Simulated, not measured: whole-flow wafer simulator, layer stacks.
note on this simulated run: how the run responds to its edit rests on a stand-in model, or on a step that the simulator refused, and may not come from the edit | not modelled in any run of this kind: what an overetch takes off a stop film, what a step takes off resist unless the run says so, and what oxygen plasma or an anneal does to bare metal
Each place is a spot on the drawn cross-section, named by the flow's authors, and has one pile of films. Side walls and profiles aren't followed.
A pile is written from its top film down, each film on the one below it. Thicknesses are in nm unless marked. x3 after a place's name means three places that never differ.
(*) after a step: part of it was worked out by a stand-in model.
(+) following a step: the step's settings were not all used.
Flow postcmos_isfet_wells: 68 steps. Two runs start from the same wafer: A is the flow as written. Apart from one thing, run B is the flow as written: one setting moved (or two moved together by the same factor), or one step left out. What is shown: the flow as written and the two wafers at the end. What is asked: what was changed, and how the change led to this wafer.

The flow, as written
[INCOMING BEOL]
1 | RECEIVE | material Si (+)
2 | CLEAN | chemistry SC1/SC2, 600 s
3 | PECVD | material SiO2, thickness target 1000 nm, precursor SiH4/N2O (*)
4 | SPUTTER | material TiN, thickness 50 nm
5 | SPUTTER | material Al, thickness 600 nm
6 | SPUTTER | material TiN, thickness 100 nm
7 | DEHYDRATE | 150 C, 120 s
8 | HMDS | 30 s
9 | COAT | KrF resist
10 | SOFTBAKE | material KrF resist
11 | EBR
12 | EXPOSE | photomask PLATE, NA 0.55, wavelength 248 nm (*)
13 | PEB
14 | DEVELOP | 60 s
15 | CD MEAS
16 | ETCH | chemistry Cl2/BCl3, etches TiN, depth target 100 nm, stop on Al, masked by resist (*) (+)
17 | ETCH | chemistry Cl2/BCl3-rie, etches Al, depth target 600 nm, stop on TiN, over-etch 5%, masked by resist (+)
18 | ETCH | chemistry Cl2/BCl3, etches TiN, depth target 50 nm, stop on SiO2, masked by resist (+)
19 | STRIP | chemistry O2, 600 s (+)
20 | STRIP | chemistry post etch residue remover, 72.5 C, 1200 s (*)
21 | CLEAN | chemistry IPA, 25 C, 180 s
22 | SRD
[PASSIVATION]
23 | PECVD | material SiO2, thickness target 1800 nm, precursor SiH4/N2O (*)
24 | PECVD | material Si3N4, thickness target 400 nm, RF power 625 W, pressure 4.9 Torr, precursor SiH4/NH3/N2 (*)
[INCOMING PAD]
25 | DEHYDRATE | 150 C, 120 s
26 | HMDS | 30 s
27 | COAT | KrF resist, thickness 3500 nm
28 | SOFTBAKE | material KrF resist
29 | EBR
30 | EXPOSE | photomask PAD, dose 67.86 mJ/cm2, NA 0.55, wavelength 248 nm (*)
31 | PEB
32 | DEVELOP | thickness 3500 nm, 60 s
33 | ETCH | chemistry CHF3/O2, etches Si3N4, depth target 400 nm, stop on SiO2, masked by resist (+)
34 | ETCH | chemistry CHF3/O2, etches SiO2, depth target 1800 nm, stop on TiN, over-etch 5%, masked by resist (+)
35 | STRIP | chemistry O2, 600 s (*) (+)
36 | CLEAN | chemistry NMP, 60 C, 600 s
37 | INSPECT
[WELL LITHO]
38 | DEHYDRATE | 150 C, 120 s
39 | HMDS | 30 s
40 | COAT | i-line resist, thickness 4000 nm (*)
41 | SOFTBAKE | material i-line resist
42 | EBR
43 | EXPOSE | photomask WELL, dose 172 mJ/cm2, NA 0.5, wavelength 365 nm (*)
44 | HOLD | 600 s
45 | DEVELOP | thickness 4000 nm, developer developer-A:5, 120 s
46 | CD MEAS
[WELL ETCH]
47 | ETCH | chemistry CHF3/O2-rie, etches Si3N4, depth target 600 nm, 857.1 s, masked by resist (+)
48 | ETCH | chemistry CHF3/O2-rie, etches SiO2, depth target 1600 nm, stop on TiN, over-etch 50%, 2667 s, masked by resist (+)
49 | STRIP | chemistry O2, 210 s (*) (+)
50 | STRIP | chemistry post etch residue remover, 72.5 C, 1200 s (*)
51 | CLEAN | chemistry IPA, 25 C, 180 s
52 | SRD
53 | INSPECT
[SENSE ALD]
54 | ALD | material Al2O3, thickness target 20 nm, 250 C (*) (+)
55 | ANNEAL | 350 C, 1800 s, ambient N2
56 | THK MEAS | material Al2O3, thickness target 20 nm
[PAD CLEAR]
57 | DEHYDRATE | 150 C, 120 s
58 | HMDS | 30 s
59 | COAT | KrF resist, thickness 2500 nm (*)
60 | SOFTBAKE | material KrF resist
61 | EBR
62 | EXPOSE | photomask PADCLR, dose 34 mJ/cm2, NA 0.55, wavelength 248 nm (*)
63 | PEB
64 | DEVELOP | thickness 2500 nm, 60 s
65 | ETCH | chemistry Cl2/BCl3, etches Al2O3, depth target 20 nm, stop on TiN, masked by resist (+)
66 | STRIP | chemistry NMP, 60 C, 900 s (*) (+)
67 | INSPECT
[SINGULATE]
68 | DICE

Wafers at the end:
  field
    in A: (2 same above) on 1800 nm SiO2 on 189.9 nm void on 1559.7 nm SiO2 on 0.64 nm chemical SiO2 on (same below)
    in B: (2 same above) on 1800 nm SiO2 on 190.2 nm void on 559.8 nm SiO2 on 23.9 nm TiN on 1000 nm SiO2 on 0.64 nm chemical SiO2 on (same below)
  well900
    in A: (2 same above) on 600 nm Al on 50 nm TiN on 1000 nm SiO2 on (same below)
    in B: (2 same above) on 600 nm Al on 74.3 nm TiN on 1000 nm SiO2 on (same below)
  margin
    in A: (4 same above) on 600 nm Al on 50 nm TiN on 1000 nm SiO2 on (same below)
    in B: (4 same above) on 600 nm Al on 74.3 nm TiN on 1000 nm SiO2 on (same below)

Cause: step 4, SPUTTER: thickness 74.3 nm was run, while the flow as written has thickness 50 nm.
The wafer itself shows it: well900 has TiN 74.3, and step 4 as written asks for 50 nm.

The path from the change to this, step by step:
  4 | SPUTTER | material TiN, thickness 50 nm
      field, margin, well900, well1300 x3, pad_rim, pad_clr, pad_open: A +50 TiN (new film) | B +74.3 TiN (new film)
  18 | ETCH | chemistry Cl2/BCl3, etches TiN, depth target 50 nm, stop on SiO2, masked by resist (+)
      field: A -50 TiN (all of it) | B -50 TiN
  23 | PECVD | material SiO2, thickness target 1800 nm, precursor SiH4/N2O (*)
      field: A +1800 SiO2 (new film), +189.9 void (new film), +559.7 SiO2 | B +1800 SiO2 (new film), +190.2 void (new film), +559.8 SiO2 (new film)
Taking metal films that touch as one body, field has 1 body; the flow as written gives 0 bodies.
